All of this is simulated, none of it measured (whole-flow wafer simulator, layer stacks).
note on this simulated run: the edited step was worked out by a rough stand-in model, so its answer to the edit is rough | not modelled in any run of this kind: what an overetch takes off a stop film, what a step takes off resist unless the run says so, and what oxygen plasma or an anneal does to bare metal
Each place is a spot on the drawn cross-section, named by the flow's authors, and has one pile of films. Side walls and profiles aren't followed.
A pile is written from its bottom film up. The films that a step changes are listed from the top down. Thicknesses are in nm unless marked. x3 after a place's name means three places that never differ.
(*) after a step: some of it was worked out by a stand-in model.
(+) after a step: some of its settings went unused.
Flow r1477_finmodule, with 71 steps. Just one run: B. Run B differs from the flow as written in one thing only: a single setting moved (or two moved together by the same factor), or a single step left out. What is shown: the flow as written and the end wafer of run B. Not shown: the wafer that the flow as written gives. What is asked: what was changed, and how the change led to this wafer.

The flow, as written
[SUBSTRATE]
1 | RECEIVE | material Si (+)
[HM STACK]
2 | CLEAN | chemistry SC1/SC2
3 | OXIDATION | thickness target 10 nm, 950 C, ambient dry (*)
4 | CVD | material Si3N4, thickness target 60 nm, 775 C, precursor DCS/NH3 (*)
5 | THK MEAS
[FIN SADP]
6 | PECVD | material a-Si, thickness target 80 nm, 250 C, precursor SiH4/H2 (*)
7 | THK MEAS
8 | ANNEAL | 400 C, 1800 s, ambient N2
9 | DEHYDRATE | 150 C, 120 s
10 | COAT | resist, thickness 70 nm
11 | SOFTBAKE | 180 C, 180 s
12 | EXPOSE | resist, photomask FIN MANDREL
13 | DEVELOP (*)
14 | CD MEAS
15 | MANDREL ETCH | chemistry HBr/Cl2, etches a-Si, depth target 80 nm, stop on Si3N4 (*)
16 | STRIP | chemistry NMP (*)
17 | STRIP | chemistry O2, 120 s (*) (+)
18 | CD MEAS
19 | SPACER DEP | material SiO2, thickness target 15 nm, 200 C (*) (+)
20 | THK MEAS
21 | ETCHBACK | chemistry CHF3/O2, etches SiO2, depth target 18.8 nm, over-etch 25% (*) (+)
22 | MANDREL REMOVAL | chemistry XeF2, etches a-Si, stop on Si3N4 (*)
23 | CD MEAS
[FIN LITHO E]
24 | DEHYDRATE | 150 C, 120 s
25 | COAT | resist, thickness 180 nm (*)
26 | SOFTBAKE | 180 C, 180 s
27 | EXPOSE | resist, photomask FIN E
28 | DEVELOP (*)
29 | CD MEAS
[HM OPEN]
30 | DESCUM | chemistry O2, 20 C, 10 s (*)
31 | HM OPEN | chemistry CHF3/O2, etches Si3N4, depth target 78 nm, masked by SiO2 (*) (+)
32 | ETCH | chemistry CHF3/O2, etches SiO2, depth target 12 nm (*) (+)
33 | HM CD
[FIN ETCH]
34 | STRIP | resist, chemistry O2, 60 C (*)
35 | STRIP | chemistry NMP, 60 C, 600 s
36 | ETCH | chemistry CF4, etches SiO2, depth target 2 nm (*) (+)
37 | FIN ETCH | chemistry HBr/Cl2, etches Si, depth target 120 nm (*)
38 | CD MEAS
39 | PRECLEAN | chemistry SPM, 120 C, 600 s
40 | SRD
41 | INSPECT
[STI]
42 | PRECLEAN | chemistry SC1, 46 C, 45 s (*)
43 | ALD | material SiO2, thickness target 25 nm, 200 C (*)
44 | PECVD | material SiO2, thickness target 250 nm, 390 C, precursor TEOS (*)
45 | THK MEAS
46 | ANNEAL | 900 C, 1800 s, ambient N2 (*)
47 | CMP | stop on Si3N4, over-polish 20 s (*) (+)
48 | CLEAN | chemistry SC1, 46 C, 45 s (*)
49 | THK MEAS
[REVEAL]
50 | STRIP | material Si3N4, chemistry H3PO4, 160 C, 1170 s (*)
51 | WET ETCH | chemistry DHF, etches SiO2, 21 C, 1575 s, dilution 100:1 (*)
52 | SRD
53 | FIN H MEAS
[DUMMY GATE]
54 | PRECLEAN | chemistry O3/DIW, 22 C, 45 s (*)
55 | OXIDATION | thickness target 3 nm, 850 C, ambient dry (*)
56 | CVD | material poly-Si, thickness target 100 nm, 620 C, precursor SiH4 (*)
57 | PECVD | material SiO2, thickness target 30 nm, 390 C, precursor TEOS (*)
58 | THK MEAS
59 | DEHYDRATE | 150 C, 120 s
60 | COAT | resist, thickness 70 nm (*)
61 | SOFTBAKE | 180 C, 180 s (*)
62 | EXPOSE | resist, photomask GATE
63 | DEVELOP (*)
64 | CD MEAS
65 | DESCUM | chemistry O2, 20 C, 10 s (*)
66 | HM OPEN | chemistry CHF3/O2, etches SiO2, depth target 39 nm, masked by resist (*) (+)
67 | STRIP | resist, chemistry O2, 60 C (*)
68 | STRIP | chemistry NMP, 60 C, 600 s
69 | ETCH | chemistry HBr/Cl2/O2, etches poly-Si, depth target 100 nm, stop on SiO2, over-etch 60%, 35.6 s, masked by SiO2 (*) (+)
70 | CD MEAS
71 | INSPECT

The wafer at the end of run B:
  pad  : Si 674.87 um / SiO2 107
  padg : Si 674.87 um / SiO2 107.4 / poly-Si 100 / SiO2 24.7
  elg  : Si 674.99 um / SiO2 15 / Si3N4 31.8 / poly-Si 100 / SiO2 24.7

The reason: step 3, OXIDATION: thickness target 15 nm was run, while the flow as written has thickness target 10 nm.
One can read it off the wafer: elg has SiO2 15, and step 3 as written asks for 10 nm.

The path from the change to this, step by step:
  3 | OXIDATION | thickness target 10 nm, 950 C, ambient dry (*)
      pad, padg, elg and 33 more: SiO2 gains 15 (new film), chemical SiO2 loses 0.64 (all of it), Si loses 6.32 (it would be, as written: SiO2 gains 10 (new film), chemical SiO2 loses 0.64 (all of it), Si loses 4.12)
  31 | HM OPEN | chemistry CHF3/O2, etches Si3N4, depth target 78 nm, masked by SiO2 (*) (+)
      pad, padg, esg and 13 more: Si3N4 loses 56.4 (all of it), SiO2 loses 10.8 (it would be, as written: Si3N4 loses 56.4 (all of it), SiO2 loses 10 (all of it))
  32 | ETCH | chemistry CHF3/O2, etches SiO2, depth target 12 nm (*) (+)
      pad, padg, e40sg and 11 more: SiO2 loses 4.19 (all of it), Si loses 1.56 (it would be, as written: Si loses 2.4)
      esg, eso: SiO2 loses 4.19 (all of it), Si loses 1.56 (it would be, as written: Si loses 1.77)
      (and at 6 other places as well)
  43 | ALD | material SiO2, thickness target 25 nm, 200 C (*)
      esg: SiO2 gains 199 (new film) (it would be, as written: SiO2 gains 194.3 (new film))
  47 | CMP | stop on Si3N4, over-polish 20 s (*) (+)
      pad, padg, e40sg and 11 more: SiO2 loses 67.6 (it would be, as written: SiO2 loses 71.8)
      eso: SiO2 loses 67.6 (it would be, as written: SiO2 loses 72.4)
  51 | WET ETCH | chemistry DHF, etches SiO2, 21 C, 1575 s, dilution 100:1 (*)
      s40sg_line, s45sg_line, s50sg_line, s40so_line, s45so_line, s50so_line: SiO2 loses 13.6 (all of it) (it would be, as written: SiO2 loses 8.63 (all of it))
  56 | CVD | material poly-Si, thickness target 100 nm, 620 C, precursor SiH4 (*)
      s40cg, s40co: poly-Si gains 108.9 (new film) (it would be, as written: poly-Si gains 113.9 (new film))
      s45cg, s45co: poly-Si gains 108.4 (new film) (it would be, as written: poly-Si gains 113.4 (new film))
      (and at 2 other places as well)
  60 | COAT | resist, thickness 70 nm (*)
      s40sg, s40so: resist gains 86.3 (new film) (it would be, as written: resist gains 91 (new film))
      s45sg, s45so: resist gains 86.2 (new film) (it would be, as written: resist gains 91 (new film))
      (and at 2 other places as well)
  63 | DEVELOP (*)
      s40so: resist loses 86.3 (all of it) (it would be, as written: resist loses 91 (all of it))
      s45so: resist loses 86.2 (all of it) (it would be, as written: resist loses 91 (all of it))
      (and at 1 other place as well)
  67 | STRIP | resist, chemistry O2, 60 C (*)
      s40sg: resist loses 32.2 (all of it) (it would be, as written: resist loses 36.9 (all of it))
      s45sg: resist loses 32.1 (all of it) (it would be, as written: resist loses 36.9 (all of it))
      (and at 1 other place as well)
  69 | ETCH | chemistry HBr/Cl2/O2, etches poly-Si, depth target 100 nm, stop on SiO2, over-etch 60%, 35.6 s, masked by SiO2 (*) (+)
      s40co: chemical SiO2 loses 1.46 (all of it), poly-Si loses 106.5 (all of it), SiO2 loses 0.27 (it would be, as written: chemical SiO2 loses 1.46 (all of it), poly-Si loses 111.5 (all of it), SiO2 loses 0.24)
      s45co: chemical SiO2 loses 1.46 (all of it), poly-Si loses 105.9 (all of it), SiO2 loses 0.27 (it would be, as written: chemical SiO2 loses 1.46 (all of it), poly-Si loses 110.9 (all of it), SiO2 loses 0.25)
      (and at 1 other place as well)
